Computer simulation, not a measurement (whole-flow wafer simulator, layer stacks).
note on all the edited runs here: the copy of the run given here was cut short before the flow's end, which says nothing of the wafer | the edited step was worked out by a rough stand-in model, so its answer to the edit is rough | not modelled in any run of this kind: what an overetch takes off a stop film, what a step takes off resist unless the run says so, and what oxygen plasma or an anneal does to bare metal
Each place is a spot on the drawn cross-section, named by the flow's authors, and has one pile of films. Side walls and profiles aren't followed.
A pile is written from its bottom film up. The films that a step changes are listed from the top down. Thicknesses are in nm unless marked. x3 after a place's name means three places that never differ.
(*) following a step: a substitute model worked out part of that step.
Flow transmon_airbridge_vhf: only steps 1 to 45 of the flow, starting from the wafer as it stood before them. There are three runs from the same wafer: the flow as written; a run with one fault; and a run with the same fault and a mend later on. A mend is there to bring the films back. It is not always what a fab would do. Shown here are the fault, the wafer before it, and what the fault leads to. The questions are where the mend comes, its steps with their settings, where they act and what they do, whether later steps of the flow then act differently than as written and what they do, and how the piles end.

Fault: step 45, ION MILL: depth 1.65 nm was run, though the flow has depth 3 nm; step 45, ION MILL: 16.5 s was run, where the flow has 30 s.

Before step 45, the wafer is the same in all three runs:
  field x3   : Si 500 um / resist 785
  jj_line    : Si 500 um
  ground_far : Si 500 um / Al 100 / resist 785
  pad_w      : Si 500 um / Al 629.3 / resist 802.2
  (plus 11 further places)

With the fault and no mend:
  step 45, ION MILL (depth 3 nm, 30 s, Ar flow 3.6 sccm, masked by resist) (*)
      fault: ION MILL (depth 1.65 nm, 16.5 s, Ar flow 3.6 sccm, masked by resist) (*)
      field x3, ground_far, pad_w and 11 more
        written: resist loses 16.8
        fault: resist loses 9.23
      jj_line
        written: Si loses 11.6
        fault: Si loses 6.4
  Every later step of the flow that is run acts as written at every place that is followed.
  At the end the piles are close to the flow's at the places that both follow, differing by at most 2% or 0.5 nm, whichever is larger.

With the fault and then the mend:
  The mend stands after step 45.
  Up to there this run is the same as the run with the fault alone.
  step 45a, ION MILL (depth 1.35 nm, 13.5 s, Ar flow 3.6 sccm, masked by resist) (*) (the flow's step 45 again, with other settings)
      field x3, ground_far, pad_w and 11 more
        resist loses 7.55
      jj_line
        Si loses 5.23
  Every later step of the flow that is run acts as written at every place that is followed.
  At every place that both follow, the piles at the end match the flow's.
